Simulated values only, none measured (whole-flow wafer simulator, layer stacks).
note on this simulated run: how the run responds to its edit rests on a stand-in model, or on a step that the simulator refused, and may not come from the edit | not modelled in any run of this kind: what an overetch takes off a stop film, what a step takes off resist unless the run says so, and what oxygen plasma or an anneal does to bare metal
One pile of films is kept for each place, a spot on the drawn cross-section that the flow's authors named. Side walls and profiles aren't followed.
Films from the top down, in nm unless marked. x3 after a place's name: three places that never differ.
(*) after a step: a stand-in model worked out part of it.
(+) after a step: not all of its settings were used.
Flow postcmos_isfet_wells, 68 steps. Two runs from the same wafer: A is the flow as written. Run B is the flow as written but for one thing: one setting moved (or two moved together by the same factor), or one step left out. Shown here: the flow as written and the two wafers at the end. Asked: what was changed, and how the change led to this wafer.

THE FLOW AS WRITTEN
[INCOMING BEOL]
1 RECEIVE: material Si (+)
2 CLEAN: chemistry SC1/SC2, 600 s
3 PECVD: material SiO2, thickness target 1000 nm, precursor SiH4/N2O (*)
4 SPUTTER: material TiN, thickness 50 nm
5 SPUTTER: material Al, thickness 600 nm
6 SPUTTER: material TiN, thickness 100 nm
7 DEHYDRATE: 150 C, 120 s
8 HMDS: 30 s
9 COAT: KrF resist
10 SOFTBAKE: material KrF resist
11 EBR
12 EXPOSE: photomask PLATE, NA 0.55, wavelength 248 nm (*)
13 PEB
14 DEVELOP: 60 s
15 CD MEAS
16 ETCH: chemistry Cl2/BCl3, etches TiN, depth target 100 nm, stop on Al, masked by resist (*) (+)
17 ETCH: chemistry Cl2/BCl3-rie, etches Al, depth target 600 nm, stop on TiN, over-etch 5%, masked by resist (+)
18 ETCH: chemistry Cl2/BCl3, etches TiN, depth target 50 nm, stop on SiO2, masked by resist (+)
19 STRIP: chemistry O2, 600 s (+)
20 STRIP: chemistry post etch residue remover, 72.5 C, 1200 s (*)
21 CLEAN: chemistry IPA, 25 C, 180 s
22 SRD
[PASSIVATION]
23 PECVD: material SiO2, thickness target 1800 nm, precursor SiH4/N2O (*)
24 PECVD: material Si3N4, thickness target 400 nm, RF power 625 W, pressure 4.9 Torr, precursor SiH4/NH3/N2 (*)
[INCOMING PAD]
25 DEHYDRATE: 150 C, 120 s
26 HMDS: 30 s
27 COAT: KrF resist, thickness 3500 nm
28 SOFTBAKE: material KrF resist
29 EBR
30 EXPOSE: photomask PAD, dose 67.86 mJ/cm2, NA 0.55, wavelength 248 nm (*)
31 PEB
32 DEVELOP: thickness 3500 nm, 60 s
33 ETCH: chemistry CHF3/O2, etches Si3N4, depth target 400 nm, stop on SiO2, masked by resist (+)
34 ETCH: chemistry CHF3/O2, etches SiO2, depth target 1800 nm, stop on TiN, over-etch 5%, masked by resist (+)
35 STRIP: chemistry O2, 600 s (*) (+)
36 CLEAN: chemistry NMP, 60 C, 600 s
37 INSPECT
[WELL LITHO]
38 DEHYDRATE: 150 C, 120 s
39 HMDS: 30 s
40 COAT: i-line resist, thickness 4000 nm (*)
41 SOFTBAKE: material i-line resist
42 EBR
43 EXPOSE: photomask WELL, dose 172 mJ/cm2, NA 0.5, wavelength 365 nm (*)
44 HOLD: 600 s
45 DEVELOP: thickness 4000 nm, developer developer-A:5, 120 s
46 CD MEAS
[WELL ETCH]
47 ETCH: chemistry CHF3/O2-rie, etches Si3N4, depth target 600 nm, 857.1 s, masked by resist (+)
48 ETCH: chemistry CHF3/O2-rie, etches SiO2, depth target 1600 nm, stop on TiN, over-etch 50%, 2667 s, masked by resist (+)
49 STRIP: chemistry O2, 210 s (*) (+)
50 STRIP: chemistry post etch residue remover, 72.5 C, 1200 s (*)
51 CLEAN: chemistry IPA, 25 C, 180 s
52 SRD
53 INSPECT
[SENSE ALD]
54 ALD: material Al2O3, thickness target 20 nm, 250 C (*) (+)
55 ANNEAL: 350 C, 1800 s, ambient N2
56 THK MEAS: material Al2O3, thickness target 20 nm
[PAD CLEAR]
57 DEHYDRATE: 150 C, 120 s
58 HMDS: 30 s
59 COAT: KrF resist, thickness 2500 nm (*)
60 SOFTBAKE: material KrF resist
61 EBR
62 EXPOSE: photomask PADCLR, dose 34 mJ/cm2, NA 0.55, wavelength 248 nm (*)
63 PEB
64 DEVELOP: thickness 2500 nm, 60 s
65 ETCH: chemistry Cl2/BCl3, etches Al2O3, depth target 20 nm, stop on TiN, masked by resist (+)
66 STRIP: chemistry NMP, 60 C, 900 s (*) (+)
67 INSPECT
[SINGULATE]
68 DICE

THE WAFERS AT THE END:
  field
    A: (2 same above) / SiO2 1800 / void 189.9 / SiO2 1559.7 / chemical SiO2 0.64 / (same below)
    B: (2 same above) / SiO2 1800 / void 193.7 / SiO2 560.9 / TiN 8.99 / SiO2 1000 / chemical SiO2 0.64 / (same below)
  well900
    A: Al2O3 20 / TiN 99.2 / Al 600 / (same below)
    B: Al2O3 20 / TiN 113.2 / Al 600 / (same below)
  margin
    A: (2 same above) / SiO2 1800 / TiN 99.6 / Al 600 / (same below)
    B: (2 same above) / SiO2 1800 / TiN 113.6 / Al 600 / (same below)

The cause: step 6, SPUTTER: thickness 114 nm was run, where the flow has thickness 100 nm.

How the change led to this, step by step:
  6 SPUTTER: material TiN, thickness 100 nm
      field, margin, well900, well1300 x3, pad_rim, pad_clr, pad_open: A TiN +100 (new film) | B TiN +114 (new film)
  16 ETCH: chemistry Cl2/BCl3, etches TiN, depth target 100 nm, stop on Al, masked by resist (*) (+)
      field: A TiN -100 (all of it) | B TiN -100
  17 ETCH: chemistry Cl2/BCl3-rie, etches Al, depth target 600 nm, stop on TiN, over-etch 5%, masked by resist (+)
      field: A Al -600 (all of it) | B TiN -14 (all of it), Al -577.6
  18 ETCH: chemistry Cl2/BCl3, etches TiN, depth target 50 nm, stop on SiO2, masked by resist (+)
      field: A TiN -50 (all of it) | B Al -22.4 (all of it), TiN -40.6
  23 PECVD: material SiO2, thickness target 1800 nm, precursor SiH4/N2O (*)
      field: A SiO2 +1800 (new film), void +189.9 (new film), SiO2 +559.7 | B SiO2 +1800 (new film), void +193.7 (new film), SiO2 +560.9 (new film)
Counting metal films that touch as one body, field has 1 body; the flow as written gives 0 bodies.
